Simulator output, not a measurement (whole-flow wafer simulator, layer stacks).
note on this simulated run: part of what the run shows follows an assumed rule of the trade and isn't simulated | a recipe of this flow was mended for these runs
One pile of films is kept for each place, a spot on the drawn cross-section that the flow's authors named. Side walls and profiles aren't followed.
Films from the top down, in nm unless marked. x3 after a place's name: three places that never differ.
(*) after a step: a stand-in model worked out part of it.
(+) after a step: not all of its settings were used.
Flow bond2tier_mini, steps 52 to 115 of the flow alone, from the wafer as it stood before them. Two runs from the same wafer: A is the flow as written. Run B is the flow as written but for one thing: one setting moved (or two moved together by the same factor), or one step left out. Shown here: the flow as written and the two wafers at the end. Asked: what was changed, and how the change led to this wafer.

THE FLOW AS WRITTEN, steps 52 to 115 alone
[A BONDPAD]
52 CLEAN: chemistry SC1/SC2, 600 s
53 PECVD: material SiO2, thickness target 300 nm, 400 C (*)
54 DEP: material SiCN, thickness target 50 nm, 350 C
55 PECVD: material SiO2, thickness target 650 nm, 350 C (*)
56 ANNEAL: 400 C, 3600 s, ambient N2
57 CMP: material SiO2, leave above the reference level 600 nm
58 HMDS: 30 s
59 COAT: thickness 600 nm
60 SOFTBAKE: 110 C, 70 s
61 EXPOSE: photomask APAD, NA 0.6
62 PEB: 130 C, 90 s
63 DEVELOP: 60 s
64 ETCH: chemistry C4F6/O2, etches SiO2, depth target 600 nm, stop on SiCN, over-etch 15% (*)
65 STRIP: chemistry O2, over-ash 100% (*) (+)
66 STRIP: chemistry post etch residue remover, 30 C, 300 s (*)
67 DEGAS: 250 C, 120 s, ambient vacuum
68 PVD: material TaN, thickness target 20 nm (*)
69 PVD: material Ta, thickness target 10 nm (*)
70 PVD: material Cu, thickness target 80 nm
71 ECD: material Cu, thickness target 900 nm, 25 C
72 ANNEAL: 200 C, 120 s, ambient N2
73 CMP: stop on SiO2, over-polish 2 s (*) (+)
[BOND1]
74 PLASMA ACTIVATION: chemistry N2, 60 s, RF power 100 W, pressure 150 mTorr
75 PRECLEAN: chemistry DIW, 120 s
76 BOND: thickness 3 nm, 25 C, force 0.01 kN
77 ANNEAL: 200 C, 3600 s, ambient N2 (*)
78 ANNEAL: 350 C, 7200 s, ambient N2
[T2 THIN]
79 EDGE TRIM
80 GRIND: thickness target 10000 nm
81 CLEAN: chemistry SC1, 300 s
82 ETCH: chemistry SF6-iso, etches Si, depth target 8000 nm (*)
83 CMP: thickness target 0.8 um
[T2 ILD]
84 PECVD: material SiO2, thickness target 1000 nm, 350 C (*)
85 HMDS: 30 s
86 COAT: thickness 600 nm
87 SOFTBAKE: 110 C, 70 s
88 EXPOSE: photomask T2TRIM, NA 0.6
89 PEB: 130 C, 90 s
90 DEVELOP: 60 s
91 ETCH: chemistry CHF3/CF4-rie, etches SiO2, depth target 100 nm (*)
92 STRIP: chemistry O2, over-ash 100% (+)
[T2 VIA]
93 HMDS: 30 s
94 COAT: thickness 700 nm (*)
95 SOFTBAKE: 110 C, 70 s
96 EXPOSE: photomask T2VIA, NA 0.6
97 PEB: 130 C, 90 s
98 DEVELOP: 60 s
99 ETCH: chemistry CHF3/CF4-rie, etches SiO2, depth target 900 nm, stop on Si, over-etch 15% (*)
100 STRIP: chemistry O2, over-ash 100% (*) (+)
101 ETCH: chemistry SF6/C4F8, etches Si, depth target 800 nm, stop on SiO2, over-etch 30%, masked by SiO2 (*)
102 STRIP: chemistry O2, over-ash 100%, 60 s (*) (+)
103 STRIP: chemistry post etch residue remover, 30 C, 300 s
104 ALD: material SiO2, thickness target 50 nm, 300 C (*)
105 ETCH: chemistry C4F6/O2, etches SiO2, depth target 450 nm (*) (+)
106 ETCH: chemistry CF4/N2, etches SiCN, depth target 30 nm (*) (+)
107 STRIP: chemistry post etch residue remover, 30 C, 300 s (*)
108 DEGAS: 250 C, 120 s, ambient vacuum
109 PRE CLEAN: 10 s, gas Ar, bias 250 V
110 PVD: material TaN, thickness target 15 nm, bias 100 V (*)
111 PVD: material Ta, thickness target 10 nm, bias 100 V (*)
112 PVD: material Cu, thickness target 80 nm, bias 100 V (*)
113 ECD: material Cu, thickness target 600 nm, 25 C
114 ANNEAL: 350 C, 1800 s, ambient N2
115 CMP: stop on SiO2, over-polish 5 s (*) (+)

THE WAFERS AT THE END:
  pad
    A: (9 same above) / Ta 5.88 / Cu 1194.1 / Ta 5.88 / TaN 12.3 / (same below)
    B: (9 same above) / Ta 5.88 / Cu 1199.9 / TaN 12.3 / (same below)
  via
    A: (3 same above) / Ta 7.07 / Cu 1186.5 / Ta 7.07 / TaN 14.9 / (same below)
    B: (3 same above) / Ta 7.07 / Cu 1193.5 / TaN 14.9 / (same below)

The cause: step 69, PVD: material Ta, thickness target 10 nm (*), was left out.

How the change led to this, step by step:
  73 CMP: stop on SiO2, over-polish 2 s (*) (+)
      field: A Cu -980 (all of it), Ta -10 (all of it), TaN -20 (all of it) | B Cu -980 (all of it), TaN -20 (all of it)
